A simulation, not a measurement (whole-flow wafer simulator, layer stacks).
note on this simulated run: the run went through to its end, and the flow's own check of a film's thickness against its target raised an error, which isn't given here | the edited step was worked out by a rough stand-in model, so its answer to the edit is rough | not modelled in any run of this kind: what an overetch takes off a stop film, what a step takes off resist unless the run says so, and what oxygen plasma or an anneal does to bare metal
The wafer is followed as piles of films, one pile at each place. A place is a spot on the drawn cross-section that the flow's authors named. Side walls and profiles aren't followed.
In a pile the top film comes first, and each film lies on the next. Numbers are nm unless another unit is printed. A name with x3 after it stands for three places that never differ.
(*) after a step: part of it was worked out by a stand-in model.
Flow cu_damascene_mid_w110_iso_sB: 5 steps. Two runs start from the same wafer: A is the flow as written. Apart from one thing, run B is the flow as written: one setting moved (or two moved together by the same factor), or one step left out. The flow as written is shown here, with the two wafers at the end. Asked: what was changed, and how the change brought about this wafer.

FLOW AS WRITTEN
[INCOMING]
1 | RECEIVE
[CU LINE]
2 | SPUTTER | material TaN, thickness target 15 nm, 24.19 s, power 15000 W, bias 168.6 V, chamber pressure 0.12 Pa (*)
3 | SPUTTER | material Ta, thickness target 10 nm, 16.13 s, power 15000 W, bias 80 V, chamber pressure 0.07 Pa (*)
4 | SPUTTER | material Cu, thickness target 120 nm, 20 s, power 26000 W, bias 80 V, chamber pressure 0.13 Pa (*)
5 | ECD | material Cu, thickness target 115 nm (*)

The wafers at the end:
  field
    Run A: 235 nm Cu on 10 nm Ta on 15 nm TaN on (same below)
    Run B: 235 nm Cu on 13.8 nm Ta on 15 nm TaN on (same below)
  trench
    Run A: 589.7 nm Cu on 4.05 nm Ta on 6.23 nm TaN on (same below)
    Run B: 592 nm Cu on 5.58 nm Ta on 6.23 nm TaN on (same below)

What caused this: step 3, SPUTTER: thickness target 13.8 nm was run, while the flow as written has thickness target 10 nm; step 3, SPUTTER: 22.18 s was run, where the flow has 16.13 s.
The wafer lets one read it off: field has Ta 13.8, and step 3 as written asks for 10 nm.

The path from the change to this, step by step:
  3 | SPUTTER | material Ta, thickness target 10 nm, 16.13 s, power 15000 W, bias 80 V, chamber pressure 0.07 Pa (*)
      field: A +10 Ta (new film) | B +13.8 Ta (new film)
      trench: A +4.05 Ta (new film) | B +5.58 Ta (new film)
